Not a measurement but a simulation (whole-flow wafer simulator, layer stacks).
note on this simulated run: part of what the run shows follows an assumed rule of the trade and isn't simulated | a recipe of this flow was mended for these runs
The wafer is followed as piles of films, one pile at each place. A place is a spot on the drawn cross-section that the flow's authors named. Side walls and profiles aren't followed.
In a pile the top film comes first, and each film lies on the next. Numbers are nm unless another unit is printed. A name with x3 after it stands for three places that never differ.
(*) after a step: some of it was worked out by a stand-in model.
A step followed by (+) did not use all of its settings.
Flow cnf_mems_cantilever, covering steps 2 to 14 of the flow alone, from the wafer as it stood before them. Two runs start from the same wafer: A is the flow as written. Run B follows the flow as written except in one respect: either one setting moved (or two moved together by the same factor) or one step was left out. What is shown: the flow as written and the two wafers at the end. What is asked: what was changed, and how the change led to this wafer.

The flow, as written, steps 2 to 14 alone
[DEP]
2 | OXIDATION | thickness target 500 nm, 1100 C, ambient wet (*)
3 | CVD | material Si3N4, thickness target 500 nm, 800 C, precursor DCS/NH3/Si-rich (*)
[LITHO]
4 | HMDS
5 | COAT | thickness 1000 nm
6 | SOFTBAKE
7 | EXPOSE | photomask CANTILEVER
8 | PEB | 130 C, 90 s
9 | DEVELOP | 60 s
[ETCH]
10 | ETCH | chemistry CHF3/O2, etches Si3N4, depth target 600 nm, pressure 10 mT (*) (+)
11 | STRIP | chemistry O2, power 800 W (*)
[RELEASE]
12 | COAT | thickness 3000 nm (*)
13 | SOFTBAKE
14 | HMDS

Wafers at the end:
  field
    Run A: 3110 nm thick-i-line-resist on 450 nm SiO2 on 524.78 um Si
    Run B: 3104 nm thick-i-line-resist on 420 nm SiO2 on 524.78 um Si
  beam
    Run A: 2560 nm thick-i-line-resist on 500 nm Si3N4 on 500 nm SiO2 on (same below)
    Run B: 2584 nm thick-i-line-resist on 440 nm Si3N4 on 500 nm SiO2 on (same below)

Cause: step 3, CVD: thickness target 440 nm was run, while the flow as written has thickness target 500 nm.
The wafer lets one read it off: beam has Si3N4 440, and step 3 as written asks for 500 nm.

The path from the change to this, step by step:
  3 | CVD | material Si3N4, thickness target 500 nm, 800 C, precursor DCS/NH3/Si-rich (*)
      field, beam: A Si3N4 gains 500 (new film) | B Si3N4 gains 440 (new film)
  10 | ETCH | chemistry CHF3/O2, etches Si3N4, depth target 600 nm, pressure 10 mT (*) (+)
      field: A Si3N4 loses 500 (all of it), SiO2 loses 50 | B Si3N4 loses 440 (all of it), SiO2 loses 80
  13 | SOFTBAKE
      field: A thick-i-line-resist gains 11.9 | B thick-i-line-resist gains 11.1
      beam: A thick-i-line-resist loses 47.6 | B thick-i-line-resist loses 44.5
